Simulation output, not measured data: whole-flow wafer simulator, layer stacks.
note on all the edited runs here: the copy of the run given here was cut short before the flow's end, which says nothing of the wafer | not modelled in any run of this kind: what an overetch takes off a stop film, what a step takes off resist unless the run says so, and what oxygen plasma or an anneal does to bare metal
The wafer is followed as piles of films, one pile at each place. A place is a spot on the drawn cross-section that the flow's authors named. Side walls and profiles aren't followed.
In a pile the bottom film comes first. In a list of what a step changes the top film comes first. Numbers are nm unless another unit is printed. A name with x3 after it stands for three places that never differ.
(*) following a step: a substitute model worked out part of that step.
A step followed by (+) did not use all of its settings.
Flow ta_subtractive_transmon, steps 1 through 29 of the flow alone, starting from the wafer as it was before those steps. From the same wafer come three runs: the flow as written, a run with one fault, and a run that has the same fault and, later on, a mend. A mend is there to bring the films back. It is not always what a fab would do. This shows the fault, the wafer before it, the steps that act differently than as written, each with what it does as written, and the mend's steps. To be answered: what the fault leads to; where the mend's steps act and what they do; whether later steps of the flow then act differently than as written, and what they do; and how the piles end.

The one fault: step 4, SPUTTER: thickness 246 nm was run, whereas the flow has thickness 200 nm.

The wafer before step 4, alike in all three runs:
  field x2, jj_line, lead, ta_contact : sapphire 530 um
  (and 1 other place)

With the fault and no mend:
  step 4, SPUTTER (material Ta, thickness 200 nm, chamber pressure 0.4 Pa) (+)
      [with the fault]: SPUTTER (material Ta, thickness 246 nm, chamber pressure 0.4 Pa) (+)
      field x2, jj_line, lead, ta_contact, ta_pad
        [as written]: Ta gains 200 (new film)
        [with the fault]: Ta gains 246 (new film)
  Later steps of the flow acting differently than as written (3 other steps are not shown; they differ only slightly, by no more than 2% or 0.5 nm, whichever is larger):
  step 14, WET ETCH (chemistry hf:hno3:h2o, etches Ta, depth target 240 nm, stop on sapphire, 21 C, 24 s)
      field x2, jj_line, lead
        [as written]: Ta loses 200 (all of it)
        [with the fault]: Ta loses 240
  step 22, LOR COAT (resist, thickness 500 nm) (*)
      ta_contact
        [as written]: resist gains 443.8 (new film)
        [with the fault]: resist gains 433.7 (new film)
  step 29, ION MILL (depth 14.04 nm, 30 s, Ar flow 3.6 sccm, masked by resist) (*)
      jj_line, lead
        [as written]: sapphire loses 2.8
        [with the fault]: Ta loses 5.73 (all of it), sapphire loses 1.1
  At field x2, ta_contact, ta_pad, the piles at the end differ from the flow's by more than 2% or 0.5 nm, whichever is larger.
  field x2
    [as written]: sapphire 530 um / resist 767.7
    [with the fault]: sapphire 530 um / Ta 5.73 / resist 767.7
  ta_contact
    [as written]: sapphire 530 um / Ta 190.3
    [with the fault]: sapphire 530 um / Ta 236.3
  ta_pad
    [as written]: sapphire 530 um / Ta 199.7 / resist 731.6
    [with the fault]: sapphire 530 um / Ta 245.7 / resist 726

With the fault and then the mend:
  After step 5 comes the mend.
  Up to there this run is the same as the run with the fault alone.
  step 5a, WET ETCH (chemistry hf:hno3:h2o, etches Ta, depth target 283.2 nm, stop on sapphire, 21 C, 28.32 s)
      field x2, jj_line, lead, ta_contact, ta_pad
        Ta loses 246 (all of it)
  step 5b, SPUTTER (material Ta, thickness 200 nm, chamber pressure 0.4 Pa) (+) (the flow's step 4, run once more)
      field x2, jj_line, lead, ta_contact, ta_pad
        Ta gains 200 (new film)
  None of the later steps of the flow acts differently than as written at any place that is followed.
  The piles end the same as the flow's at every place that both follow.
